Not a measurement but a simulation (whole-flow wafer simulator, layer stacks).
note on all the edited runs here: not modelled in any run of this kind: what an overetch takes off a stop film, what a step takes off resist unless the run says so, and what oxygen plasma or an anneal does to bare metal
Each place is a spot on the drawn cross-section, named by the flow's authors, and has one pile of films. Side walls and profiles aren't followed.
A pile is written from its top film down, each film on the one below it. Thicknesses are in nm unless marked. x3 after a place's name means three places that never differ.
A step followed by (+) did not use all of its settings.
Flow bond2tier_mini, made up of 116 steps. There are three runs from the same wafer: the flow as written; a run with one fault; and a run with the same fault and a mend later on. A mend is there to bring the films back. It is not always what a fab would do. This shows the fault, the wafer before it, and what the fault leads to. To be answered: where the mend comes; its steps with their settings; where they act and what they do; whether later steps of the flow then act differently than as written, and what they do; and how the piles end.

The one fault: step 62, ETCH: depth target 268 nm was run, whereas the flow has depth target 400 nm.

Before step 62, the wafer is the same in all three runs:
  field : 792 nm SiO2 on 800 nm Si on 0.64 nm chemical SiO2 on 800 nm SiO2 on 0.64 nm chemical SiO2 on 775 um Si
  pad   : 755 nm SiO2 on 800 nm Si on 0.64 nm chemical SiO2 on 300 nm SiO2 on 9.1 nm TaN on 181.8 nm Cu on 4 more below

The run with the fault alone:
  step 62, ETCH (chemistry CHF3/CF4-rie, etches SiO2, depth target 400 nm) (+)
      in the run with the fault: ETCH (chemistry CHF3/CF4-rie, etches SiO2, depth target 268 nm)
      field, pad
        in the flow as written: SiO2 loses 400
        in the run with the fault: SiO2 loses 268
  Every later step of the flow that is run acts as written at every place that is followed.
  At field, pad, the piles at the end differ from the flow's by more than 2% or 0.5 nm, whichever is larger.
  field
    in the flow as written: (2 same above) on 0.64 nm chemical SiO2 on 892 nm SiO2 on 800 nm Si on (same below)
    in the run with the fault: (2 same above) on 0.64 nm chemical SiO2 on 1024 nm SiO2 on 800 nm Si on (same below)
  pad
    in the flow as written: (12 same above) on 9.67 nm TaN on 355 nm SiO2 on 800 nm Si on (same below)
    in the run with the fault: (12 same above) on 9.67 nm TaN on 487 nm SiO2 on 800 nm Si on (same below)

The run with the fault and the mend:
  The mend follows step 62.
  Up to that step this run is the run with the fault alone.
  step 62a, ETCH (chemistry CHF3/CF4-rie, etches SiO2, depth target 132 nm) (+) (a further turn of the flow's step 62, with different settings)
      field, pad
        SiO2 loses 132
  Every later step of the flow that is run acts as written at every place that is followed.
  At every place that both follow, the piles at the end match the flow's.
